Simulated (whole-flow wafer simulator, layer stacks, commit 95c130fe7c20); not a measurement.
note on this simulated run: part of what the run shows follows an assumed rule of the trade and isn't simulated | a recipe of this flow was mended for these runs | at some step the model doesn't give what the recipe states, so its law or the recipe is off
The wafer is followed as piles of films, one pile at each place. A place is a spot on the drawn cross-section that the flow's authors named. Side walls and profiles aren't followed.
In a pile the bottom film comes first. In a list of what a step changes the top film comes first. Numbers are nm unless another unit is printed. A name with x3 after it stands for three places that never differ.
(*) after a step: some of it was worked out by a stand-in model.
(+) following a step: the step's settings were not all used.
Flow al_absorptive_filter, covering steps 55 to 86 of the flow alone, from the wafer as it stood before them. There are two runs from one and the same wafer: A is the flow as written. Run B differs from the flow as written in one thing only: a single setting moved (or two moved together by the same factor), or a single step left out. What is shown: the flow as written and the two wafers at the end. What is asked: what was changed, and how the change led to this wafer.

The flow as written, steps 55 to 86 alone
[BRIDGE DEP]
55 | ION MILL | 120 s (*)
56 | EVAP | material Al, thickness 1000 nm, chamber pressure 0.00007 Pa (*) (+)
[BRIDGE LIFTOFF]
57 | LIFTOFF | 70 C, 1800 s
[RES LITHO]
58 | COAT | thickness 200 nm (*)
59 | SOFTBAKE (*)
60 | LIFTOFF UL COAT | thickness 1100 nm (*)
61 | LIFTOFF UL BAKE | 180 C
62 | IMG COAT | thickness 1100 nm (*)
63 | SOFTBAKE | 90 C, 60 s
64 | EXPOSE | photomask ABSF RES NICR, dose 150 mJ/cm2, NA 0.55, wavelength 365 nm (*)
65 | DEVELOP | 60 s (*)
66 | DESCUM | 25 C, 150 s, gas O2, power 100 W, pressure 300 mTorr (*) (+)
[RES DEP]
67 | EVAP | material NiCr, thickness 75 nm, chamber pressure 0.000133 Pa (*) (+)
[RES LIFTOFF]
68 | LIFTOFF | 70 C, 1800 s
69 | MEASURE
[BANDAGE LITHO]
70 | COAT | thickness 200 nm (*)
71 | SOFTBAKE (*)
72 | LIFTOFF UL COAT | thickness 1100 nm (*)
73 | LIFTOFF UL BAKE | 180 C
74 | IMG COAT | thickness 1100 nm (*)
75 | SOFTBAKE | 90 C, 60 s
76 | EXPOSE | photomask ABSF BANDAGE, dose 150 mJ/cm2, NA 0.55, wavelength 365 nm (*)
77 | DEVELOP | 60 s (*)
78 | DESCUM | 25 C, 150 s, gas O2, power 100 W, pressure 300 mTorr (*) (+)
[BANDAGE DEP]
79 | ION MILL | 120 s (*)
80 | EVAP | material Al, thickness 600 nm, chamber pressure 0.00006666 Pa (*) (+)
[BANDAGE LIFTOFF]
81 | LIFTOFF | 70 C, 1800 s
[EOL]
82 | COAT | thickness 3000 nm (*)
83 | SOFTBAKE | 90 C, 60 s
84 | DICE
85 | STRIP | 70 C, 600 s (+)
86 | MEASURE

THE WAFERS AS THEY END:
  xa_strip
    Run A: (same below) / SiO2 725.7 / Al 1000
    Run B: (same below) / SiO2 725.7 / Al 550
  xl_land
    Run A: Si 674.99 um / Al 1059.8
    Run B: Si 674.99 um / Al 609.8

The reason: step 56, EVAP: thickness 550 nm was run, whereas the flow has thickness 1000 nm.
The wafer lets one read it off: xa_strip has Al 550, and step 56 as written asks for 1000 nm.

The path from the change to this, step by step:
  56 | EVAP | material Al, thickness 1000 nm, chamber pressure 0.00007 Pa (*) (+)
      gnd, pad_far, pad_near and 10 more: A Al gains 1000 (new film) | B Al gains 550 (new film)
      xl_land: A Al gains 1000 | B Al gains 550
  57 | LIFTOFF | 70 C, 1800 s
      gnd, xa_field, idc_field: A Al loses 1000 (all of it), i-line-resist loses 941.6 (all of it), lift-off-underlayer loses 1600 (all of it), acrylic-e-beam-resist loses 200 (all of it) | B Al loses 550 (all of it), i-line-resist loses 941.6 (all of it), lift-off-underlayer loses 1600 (all of it), acrylic-e-beam-resist loses 200 (all of it)
      pad_far: A Al loses 1000 (all of it), i-line-resist loses 940.5 (all of it), lift-off-underlayer loses 1591.1 (all of it), acrylic-e-beam-resist loses 198.5 (all of it) | B Al loses 550 (all of it), i-line-resist loses 940.5 (all of it), lift-off-underlayer loses 1591.1 (all of it), acrylic-e-beam-resist loses 198.5 (all of it)
      (as well as at 6 more places)
  58 | COAT | thickness 200 nm (*)
      xa_margin: A acrylic-e-beam-resist gains 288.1 (new film) | B acrylic-e-beam-resist gains 202.9 (new film)
      xa_strip: A acrylic-e-beam-resist gains 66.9 (new film) | B acrylic-e-beam-resist gains 91.3 (new film)
      (as well as at 2 more places)
  60 | LIFTOFF UL COAT | thickness 1100 nm (*)
      xa_margin: A lift-off-underlayer gains 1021 (new film) | B lift-off-underlayer gains 887.4 (new film)
      xa_strip: A lift-off-underlayer gains 459.8 (new film) | B lift-off-underlayer gains 589.2 (new film)
      (as well as at 1 more place)
  62 | IMG COAT | thickness 1100 nm (*)
      xa_margin: A i-line-resist gains 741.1 (new film) | B i-line-resist gains 857.3 (new film)
      xa_strip: A i-line-resist gains 577.9 (new film) | B i-line-resist gains 750.2 (new film)
  63 | SOFTBAKE | 90 C, 60 s
      xa_margin: A i-line-resist loses 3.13 | B i-line-resist loses 2.08
  68 | LIFTOFF | 70 C, 1800 s
      xa_margin: A NiCr loses 75 (all of it), i-line-resist loses 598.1 (all of it), lift-off-underlayer loses 1021 (all of it), acrylic-e-beam-resist loses 288.1 (all of it) | B NiCr loses 75 (all of it), i-line-resist loses 715.3 (all of it), lift-off-underlayer loses 887.4 (all of it), acrylic-e-beam-resist loses 202.9 (all of it)
      xa_strip: A NiCr loses 75 (all of it), i-line-resist loses 433.3 (all of it), lift-off-underlayer loses 459.8 (all of it), acrylic-e-beam-resist loses 66.9 (all of it) | B NiCr loses 75 (all of it), i-line-resist loses 606 (all of it), lift-off-underlayer loses 589.2 (all of it), acrylic-e-beam-resist loses 91.3 (all of it)
      (as well as at 2 more places)
  70 | COAT | thickness 200 nm (*)
      xa_margin: A acrylic-e-beam-resist gains 288.1 (new film) | B acrylic-e-beam-resist gains 202.9 (new film)
      xa_strip: A acrylic-e-beam-resist gains 66.9 (new film) | B acrylic-e-beam-resist gains 91.3 (new film)
      (as well as at 1 more place)
  72 | LIFTOFF UL COAT | thickness 1100 nm (*)
      xa_margin: A lift-off-underlayer gains 1021 (new film) | B lift-off-underlayer gains 887.4 (new film)
      xa_strip: A lift-off-underlayer gains 459.8 (new film) | B lift-off-underlayer gains 589.2 (new film)
  74 | IMG COAT | thickness 1100 nm (*)
      xa_margin: A i-line-resist gains 741.1 (new film) | B i-line-resist gains 857.3 (new film)
      xa_strip: A i-line-resist gains 577.9 (new film) | B i-line-resist gains 750.2 (new film)
  75 | SOFTBAKE | 90 C, 60 s
      xa_margin: A i-line-resist loses 3.13 | B i-line-resist loses 2.08
  81 | LIFTOFF | 70 C, 1800 s
      xa_margin: A Al loses 600 (all of it), i-line-resist loses 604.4 (all of it), lift-off-underlayer loses 1021 (all of it), acrylic-e-beam-resist loses 288.1 (all of it) | B Al loses 600 (all of it), i-line-resist loses 721.6 (all of it), lift-off-underlayer loses 887.4 (all of it), acrylic-e-beam-resist loses 202.9 (all of it)
      xa_strip: A Al loses 600 (all of it), i-line-resist loses 439.6 (all of it), lift-off-underlayer loses 459.8 (all of it), acrylic-e-beam-resist loses 66.9 (all of it) | B Al loses 600 (all of it), i-line-resist loses 612.3 (all of it), lift-off-underlayer loses 589.2 (all of it), acrylic-e-beam-resist loses 91.3 (all of it)
      (as well as at 1 more place)
  82 | COAT | thickness 3000 nm (*)
      xa_margin: A i-line-resist gains 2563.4 (new film) | B i-line-resist gains 2478.5 (new film)
      xa_strip: A i-line-resist gains 1594.3 (new film) | B i-line-resist gains 1948.7 (new film)
  83 | SOFTBAKE | 90 C, 60 s
      xa_margin: A i-line-resist loses 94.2 | B i-line-resist loses 67.1
      xa_strip: A i-line-resist loses 117.3 | B i-line-resist loses 83.3
      (as well as at 1 more place)
  85 | STRIP | 70 C, 600 s (+)
      xa_margin: A i-line-resist loses 2469.3 (all of it) | B i-line-resist loses 2411.4 (all of it)
      xa_strip: A i-line-resist loses 1477 (all of it) | B i-line-resist loses 1865.4 (all of it)
